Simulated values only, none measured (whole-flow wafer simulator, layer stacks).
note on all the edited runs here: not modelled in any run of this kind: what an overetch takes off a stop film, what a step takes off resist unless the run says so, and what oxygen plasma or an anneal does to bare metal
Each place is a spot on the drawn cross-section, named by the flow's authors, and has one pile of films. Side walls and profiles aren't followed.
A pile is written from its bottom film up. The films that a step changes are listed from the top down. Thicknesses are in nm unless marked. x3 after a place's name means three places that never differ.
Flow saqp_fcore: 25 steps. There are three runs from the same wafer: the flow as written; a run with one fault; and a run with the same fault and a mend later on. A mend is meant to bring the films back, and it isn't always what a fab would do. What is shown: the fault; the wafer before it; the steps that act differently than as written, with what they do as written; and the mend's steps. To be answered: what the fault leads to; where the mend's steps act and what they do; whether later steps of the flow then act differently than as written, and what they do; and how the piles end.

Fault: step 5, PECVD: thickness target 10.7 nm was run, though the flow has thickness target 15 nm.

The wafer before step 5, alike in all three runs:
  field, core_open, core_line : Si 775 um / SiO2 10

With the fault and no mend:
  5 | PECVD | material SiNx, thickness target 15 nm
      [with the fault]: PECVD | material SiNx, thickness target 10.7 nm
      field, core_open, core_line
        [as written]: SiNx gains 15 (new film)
        [with the fault]: SiNx gains 10.7 (new film)
  Every later step of the flow that is run acts as written at every place that is followed.
  At field, core_open, core_line, the piles at the end differ from the flow's by more than 2% or 0.5 nm, whichever is larger.
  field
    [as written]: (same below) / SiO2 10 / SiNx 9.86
    [with the fault]: (same below) / SiO2 10 / SiNx 5.56
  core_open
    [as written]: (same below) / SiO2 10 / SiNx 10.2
    [with the fault]: (same below) / SiO2 10 / SiNx 5.88
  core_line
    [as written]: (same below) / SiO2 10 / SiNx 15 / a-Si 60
    [with the fault]: (same below) / SiO2 10 / SiNx 10.7 / a-Si 60

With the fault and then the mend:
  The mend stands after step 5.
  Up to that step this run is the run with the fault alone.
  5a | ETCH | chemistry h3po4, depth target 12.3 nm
      field, core_open, core_line
        SiNx loses 10.7 (all of it)
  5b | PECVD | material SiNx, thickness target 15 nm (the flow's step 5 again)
      field, core_open, core_line
        SiNx gains 15 (new film)
  Every later step of the flow that is run acts as written at every place that is followed.
  The piles end the same as the flow's at every place that both follow.
